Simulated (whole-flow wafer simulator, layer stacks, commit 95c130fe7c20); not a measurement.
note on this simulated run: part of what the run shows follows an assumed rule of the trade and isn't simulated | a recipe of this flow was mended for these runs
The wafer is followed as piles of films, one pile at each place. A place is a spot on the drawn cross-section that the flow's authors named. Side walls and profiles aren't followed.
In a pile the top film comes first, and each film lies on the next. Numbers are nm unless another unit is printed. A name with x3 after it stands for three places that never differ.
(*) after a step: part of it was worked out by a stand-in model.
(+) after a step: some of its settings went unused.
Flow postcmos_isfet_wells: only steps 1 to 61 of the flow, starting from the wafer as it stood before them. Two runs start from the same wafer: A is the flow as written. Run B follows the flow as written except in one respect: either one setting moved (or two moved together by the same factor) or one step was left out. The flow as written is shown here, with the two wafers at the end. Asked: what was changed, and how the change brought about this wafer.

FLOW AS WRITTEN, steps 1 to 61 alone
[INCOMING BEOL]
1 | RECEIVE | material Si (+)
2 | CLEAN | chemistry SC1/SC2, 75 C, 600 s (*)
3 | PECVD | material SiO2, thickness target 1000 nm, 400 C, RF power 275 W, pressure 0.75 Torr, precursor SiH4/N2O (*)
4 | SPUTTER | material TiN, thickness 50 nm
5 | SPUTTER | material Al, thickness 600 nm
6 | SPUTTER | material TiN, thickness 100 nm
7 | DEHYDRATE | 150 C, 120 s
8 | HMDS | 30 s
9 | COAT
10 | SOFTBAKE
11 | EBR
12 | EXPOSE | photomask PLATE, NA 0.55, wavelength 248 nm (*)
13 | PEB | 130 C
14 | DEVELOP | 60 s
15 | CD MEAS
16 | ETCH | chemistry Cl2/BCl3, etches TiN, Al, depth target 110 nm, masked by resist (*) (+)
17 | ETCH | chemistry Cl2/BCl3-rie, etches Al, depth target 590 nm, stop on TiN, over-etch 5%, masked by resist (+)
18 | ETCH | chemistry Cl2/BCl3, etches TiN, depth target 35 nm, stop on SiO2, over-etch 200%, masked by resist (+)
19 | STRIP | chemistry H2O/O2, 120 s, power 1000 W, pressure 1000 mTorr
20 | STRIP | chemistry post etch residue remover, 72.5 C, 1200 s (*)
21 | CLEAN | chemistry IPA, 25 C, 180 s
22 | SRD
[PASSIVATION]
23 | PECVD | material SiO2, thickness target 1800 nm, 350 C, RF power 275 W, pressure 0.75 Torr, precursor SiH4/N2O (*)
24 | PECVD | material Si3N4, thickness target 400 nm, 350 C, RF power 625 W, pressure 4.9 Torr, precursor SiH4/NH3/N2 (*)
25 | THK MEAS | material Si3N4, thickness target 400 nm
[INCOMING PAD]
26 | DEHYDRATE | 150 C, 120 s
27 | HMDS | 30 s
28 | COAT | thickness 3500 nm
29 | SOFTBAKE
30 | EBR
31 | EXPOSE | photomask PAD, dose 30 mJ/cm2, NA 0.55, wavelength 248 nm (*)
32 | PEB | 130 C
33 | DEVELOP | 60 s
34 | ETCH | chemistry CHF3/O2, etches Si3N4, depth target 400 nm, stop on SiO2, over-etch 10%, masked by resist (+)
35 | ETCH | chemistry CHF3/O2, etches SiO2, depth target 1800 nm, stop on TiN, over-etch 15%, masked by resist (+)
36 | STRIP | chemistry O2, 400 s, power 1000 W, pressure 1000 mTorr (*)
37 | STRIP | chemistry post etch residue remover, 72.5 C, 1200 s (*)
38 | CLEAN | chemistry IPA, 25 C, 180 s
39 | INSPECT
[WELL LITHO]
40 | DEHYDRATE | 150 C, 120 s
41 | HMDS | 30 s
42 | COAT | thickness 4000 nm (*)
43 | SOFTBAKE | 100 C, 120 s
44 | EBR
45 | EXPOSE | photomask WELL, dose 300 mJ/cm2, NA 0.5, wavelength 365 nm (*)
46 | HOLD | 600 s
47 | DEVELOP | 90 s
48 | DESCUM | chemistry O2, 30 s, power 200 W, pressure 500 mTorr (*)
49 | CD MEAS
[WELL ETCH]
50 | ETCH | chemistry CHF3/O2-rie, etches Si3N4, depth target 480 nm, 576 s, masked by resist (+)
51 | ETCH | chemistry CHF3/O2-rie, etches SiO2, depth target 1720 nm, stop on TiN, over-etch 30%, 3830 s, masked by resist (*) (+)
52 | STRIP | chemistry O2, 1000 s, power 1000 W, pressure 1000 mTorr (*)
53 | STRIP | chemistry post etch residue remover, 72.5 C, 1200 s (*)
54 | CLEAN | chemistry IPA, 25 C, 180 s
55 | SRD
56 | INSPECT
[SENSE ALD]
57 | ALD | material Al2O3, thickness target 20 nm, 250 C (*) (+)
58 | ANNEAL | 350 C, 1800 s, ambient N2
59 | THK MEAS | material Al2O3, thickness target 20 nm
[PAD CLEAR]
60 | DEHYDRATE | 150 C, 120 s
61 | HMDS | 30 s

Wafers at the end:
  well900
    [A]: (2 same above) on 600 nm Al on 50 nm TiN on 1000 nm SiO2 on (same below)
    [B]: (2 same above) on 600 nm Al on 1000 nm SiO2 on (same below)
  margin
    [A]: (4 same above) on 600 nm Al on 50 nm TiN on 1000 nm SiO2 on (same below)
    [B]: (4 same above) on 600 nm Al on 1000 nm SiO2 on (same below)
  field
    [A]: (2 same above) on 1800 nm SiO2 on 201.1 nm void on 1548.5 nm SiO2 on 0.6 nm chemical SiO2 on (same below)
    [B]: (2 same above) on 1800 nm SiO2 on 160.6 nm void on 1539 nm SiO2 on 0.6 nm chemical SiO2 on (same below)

What caused this: step 4, SPUTTER: material TiN, thickness 50 nm, was not run.

The path from the change to this, step by step:
  17 | ETCH | chemistry Cl2/BCl3-rie, etches Al, depth target 590 nm, stop on TiN, over-etch 5%, masked by resist (+)
      field: A -590 Al (all of it), -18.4 TiN | B -590 Al (all of it), -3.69 SiO2
  18 | ETCH | chemistry Cl2/BCl3, etches TiN, depth target 35 nm, stop on SiO2, over-etch 200%, masked by resist (+)
      field: A -31.6 TiN (all of it), -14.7 SiO2 | B -7 SiO2
      margin, well900, well1300, well2000, well3000, pad_rim, pad_clr, pad_open: A -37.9 thick-KrF-resist | B -42 thick-KrF-resist
  23 | PECVD | material SiO2, thickness target 1800 nm, 350 C, RF power 275 W, pressure 0.75 Torr, precursor SiH4/N2O (*)
      field: A +1800 SiO2 (new film), +201.1 void (new film), +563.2 SiO2 | B +1800 SiO2 (new film), +160.6 void (new film), +549.7 SiO2
